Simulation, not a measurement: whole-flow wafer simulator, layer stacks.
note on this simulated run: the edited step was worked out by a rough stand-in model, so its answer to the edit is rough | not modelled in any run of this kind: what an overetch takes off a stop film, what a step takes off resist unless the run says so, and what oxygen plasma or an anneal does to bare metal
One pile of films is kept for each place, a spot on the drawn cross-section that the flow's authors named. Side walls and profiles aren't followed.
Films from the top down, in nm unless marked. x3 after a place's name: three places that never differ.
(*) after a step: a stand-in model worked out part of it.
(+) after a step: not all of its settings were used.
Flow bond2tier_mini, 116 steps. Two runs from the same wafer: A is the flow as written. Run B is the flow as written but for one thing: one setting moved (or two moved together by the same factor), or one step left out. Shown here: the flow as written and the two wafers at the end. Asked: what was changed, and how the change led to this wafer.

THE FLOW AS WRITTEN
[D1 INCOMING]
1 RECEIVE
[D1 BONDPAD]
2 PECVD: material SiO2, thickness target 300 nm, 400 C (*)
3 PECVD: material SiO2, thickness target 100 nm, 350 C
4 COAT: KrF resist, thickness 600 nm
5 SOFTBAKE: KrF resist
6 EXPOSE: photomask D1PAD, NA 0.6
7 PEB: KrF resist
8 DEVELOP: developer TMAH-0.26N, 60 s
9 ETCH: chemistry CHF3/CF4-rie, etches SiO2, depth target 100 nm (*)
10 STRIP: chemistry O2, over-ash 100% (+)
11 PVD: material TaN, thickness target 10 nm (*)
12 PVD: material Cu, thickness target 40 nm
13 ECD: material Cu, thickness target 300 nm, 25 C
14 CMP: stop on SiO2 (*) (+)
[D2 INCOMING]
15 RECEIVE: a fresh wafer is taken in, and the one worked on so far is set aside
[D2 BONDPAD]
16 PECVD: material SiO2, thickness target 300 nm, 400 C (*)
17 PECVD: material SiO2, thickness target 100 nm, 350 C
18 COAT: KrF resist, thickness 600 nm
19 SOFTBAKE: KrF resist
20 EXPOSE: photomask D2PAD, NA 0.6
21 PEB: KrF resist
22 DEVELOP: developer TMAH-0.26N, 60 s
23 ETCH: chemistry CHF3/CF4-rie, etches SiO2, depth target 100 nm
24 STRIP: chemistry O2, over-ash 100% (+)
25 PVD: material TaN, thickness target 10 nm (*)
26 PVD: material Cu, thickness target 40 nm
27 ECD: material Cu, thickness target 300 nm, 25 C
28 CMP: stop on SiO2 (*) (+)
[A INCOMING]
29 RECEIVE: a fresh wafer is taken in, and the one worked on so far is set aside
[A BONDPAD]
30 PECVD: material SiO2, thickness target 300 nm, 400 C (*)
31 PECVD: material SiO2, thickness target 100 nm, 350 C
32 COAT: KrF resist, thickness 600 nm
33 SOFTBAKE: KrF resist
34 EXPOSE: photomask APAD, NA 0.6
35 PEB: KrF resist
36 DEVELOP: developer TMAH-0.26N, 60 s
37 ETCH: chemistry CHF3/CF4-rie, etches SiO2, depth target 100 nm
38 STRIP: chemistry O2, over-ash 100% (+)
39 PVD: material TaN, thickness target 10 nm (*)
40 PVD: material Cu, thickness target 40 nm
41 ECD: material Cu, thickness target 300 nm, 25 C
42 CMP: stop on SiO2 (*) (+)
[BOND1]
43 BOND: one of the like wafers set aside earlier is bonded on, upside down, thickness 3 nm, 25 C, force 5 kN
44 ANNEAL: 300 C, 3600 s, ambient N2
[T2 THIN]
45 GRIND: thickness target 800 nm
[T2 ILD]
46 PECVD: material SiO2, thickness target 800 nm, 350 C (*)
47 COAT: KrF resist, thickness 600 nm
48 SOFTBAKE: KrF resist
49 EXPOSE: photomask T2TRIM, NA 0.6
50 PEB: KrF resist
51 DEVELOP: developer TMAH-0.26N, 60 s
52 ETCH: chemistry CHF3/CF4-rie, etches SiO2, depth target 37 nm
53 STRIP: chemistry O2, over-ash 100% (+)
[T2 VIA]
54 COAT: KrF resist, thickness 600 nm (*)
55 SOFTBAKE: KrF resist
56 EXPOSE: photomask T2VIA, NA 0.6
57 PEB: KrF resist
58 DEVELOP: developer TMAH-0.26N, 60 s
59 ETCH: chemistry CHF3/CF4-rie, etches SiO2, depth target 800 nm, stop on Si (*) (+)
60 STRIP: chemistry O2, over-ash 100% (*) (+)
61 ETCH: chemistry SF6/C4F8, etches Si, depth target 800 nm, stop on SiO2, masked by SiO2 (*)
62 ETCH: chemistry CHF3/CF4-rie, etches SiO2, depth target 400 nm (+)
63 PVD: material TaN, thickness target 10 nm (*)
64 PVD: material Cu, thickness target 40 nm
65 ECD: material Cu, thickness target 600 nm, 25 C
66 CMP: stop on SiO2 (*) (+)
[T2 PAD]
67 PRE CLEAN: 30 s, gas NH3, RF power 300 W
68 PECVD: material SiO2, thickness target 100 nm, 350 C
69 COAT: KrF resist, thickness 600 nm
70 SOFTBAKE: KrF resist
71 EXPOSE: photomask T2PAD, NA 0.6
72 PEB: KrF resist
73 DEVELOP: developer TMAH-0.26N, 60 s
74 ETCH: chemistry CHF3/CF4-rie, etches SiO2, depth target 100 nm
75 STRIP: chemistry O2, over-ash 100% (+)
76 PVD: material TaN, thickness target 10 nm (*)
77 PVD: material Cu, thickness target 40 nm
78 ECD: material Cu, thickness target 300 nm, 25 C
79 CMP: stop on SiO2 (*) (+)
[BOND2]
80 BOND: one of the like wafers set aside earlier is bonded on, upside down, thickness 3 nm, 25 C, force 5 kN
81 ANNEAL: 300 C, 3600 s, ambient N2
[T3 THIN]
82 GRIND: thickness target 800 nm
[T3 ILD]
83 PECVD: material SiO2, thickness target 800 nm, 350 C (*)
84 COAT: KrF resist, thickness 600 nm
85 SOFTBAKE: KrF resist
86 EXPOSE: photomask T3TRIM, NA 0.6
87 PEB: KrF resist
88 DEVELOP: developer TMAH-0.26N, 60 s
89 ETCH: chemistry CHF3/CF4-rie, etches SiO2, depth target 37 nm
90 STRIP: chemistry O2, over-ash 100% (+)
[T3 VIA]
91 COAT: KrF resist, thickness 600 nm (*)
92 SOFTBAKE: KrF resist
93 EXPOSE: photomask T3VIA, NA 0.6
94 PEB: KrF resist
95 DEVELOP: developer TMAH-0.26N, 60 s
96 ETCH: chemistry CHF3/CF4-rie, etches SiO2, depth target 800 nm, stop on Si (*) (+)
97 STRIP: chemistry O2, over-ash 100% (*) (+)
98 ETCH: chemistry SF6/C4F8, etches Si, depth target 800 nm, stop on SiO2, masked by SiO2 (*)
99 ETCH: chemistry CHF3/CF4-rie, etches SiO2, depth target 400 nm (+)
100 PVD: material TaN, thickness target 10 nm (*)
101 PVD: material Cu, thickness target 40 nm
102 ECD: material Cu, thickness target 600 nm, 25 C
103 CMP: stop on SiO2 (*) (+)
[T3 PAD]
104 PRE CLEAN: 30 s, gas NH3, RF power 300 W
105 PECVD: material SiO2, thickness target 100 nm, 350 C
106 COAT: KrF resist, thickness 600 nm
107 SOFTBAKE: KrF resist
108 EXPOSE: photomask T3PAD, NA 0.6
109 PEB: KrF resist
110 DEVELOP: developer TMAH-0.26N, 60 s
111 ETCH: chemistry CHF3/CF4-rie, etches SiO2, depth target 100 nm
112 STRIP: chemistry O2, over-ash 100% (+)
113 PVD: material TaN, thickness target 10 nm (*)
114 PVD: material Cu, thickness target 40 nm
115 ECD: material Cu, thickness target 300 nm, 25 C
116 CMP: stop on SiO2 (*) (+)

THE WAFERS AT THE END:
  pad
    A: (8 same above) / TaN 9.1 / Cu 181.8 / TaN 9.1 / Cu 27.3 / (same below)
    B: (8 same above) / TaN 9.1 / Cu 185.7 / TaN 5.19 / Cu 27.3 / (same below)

The cause: step 76, PVD: thickness target 5.7 nm was run, where the flow has thickness target 10 nm.

How the change led to this, step by step:
  76 PVD: material TaN, thickness target 10 nm (*)
      field: A TaN +10 (new film) | B TaN +5.7 (new film)
      pad: A TaN +9.1 (new film) | B TaN +5.19 (new film)
  79 CMP: stop on SiO2 (*) (+)
      field: A Cu -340 (all of it), TaN -10 (all of it) | B Cu -340 (all of it), TaN -5.7 (all of it)
